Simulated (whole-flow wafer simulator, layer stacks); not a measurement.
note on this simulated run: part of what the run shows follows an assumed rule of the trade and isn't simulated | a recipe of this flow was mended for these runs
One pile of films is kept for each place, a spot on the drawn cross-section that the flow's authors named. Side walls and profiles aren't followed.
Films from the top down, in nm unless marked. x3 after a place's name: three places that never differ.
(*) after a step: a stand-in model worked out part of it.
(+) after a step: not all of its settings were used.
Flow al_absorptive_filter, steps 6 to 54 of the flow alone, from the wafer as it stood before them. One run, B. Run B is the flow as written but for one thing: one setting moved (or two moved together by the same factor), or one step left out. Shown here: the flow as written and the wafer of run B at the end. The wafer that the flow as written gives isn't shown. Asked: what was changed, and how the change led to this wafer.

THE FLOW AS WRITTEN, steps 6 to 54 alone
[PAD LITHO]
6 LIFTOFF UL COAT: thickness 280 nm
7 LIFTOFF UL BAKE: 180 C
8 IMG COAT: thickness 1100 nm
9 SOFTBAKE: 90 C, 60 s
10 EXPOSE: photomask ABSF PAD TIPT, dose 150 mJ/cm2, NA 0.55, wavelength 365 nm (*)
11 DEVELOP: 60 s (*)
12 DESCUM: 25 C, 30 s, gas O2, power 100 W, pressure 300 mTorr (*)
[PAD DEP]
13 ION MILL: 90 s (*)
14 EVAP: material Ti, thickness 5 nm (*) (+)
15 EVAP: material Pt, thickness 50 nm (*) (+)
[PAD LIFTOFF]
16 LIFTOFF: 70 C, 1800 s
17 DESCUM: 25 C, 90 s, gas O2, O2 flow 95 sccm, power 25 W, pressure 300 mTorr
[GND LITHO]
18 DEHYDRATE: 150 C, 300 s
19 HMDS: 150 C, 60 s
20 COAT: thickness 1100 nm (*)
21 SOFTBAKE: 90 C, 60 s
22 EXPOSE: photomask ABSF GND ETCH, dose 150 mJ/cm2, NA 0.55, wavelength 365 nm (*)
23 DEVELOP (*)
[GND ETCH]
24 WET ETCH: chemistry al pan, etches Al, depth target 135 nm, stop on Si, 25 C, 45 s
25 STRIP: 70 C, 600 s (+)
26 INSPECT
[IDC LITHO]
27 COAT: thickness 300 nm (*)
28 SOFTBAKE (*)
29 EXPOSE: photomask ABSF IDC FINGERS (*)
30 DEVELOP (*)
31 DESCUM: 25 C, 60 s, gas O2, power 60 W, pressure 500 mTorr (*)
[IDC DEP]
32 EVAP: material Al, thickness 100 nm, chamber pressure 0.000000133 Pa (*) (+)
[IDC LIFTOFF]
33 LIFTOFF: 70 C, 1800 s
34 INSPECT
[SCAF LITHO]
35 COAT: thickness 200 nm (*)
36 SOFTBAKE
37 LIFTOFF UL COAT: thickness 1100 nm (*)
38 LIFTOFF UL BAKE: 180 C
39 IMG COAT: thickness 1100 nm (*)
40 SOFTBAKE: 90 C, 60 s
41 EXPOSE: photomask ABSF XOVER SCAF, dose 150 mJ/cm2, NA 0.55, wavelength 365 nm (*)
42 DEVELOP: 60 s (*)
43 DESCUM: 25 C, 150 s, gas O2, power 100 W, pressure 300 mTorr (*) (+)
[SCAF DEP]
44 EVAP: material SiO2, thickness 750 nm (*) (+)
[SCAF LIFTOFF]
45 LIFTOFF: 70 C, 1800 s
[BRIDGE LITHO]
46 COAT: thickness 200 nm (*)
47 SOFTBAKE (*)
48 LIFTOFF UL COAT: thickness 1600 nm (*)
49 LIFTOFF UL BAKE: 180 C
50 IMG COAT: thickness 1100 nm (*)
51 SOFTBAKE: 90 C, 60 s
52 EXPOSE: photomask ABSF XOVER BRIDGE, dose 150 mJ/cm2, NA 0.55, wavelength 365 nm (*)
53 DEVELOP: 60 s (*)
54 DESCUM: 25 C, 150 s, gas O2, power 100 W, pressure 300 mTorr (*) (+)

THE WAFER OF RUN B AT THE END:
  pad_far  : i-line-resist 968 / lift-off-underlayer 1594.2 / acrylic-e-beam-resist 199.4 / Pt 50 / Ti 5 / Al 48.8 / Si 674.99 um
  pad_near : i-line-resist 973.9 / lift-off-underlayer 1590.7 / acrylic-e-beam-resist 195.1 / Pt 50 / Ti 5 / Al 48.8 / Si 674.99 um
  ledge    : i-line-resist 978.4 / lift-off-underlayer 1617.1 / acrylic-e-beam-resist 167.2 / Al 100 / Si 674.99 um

The cause: step 11, DEVELOP: 83.2 s was run, where the flow has 60 s.

How the change led to this, step by step:
  11 DEVELOP: 60 s (*)
      pad_far, pad_near: i-line-resist -1100 (all of it), lift-off-underlayer -280 (all of it), Al -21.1 (as written it would be: i-line-resist -1100 (all of it), lift-off-underlayer -280 (all of it), Al -13.3)
